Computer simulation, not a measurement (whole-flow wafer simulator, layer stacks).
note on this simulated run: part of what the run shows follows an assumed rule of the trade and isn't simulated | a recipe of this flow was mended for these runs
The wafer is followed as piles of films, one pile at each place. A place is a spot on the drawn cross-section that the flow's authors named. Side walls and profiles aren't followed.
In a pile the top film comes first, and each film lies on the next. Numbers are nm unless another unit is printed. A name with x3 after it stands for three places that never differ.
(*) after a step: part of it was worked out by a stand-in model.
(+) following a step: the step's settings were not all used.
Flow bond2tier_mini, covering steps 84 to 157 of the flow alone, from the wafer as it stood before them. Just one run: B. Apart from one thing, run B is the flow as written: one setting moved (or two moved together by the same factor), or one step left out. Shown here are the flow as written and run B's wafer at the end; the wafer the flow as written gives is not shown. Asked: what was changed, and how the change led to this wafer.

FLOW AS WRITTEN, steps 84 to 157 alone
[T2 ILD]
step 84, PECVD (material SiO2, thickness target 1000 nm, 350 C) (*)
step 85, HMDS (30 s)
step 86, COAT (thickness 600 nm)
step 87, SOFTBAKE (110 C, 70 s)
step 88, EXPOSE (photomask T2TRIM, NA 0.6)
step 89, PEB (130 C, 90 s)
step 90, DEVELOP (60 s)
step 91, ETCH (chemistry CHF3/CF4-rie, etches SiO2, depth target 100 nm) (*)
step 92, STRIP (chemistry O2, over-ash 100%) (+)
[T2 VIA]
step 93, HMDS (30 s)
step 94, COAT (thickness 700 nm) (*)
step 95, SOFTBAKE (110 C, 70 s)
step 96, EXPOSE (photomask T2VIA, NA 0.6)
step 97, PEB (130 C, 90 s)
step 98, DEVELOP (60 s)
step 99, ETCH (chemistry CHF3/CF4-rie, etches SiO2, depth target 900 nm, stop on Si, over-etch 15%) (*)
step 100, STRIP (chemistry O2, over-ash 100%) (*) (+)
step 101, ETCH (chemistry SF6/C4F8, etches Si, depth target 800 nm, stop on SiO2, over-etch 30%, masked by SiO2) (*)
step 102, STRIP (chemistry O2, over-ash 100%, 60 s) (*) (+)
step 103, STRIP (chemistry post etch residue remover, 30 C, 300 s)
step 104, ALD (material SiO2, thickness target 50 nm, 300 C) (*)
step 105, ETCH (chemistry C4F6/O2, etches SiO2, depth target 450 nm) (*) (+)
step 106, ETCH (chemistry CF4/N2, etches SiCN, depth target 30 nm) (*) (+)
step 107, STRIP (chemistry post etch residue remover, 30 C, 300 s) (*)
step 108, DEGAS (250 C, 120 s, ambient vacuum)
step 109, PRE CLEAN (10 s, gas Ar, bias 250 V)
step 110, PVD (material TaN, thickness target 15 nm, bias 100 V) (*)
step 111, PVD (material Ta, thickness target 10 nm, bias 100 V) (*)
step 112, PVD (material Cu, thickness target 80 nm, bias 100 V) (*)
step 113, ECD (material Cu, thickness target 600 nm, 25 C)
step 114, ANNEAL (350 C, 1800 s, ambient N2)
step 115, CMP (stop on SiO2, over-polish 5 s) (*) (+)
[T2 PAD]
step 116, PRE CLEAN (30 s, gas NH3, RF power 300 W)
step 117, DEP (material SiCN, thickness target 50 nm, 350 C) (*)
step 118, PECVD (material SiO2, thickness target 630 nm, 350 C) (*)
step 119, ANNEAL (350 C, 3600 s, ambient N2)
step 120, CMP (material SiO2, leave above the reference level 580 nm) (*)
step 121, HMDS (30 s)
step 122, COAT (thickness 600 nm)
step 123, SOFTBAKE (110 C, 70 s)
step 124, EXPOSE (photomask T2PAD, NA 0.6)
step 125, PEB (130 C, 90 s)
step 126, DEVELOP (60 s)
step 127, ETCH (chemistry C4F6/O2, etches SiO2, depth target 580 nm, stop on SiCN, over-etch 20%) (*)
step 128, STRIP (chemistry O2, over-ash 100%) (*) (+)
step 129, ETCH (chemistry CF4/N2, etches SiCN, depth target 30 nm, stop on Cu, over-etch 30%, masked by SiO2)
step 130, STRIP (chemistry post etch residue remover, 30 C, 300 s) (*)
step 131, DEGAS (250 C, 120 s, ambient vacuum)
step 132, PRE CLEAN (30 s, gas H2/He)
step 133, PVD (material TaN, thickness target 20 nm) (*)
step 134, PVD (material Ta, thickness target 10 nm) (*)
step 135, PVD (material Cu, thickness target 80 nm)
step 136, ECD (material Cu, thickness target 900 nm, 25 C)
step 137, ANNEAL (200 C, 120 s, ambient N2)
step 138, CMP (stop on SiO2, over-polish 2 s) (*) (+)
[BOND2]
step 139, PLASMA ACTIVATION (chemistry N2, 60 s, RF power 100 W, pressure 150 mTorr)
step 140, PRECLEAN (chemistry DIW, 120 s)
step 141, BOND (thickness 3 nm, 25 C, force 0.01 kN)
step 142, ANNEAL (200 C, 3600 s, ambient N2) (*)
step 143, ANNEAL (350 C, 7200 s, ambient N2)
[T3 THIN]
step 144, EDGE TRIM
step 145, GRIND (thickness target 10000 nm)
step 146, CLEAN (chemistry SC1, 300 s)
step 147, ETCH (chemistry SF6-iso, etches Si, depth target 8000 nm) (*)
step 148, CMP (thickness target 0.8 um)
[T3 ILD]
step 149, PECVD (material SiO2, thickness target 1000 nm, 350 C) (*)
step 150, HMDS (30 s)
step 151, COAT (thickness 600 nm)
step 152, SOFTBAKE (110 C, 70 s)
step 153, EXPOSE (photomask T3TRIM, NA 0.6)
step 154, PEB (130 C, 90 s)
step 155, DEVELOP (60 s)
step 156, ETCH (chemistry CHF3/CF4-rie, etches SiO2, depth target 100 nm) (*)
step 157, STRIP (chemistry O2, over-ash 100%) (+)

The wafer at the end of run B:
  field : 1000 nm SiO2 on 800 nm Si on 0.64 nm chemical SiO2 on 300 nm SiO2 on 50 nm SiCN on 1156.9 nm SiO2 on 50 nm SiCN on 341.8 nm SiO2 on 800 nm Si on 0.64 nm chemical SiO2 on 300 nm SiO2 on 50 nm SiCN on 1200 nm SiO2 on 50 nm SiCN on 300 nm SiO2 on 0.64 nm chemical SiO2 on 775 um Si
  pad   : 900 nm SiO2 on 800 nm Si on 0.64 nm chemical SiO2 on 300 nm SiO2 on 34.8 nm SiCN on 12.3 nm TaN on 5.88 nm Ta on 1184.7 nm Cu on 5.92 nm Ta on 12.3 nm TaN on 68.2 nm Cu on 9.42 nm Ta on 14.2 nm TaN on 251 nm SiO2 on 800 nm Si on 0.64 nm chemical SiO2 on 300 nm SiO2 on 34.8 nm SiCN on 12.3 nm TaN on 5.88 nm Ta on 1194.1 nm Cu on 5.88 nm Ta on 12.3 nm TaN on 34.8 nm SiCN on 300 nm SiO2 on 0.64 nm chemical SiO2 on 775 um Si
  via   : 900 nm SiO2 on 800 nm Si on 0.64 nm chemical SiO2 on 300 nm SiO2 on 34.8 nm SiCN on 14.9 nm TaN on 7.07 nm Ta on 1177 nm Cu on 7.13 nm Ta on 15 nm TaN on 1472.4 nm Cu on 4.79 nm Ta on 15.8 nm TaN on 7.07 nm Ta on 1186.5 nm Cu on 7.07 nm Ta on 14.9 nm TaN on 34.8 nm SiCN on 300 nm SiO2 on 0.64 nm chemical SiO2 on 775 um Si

The reason: step 84, PECVD: thickness target 784 nm was run, while the flow as written has thickness target 1000 nm.

The path from the change to this, step by step:
  step 84, PECVD (material SiO2, thickness target 1000 nm, 350 C) (*)
      field, pad, via: SiO2 gains 784 (new film) (in the flow as written it would be: SiO2 gains 1000 (new film))
  step 99, ETCH (chemistry CHF3/CF4-rie, etches SiO2, depth target 900 nm, stop on Si, over-etch 15%) (*)
      field, pad: thick-KrF-resist loses 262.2 (in the flow as written it would be: thick-KrF-resist loses 345)
      via: SiO2 loses 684 (all of it), Si loses 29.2 (in the flow as written it would be: SiO2 loses 900 (all of it), Si loses 11.2)
  step 100, STRIP (chemistry O2, over-ash 100%) (*) (+)
      field: thick-KrF-resist loses 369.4 (all of it) (in the flow as written it would be: thick-KrF-resist loses 286.6 (all of it))
      pad: thick-KrF-resist loses 455.7 (all of it) (in the flow as written it would be: thick-KrF-resist loses 372.9 (all of it))
  step 101, ETCH (chemistry SF6/C4F8, etches Si, depth target 800 nm, stop on SiO2, over-etch 30%, masked by SiO2) (*)
      via: Si loses 770.8 (all of it), chemical SiO2 loses 0.64 (all of it), SiO2 loses 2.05 (in the flow as written it would be: Si loses 788.8 (all of it), chemical SiO2 loses 0.64 (all of it), SiO2 loses 1.87)
  step 112, PVD (material Cu, thickness target 80 nm, bias 100 V) (*)
      via: Cu gains 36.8 (new film) (in the flow as written it would be: Cu gains 35 (new film))
  step 113, ECD (material Cu, thickness target 600 nm, 25 C)
      via: Cu gains 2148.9 (in the flow as written it would be: Cu gains 2367)
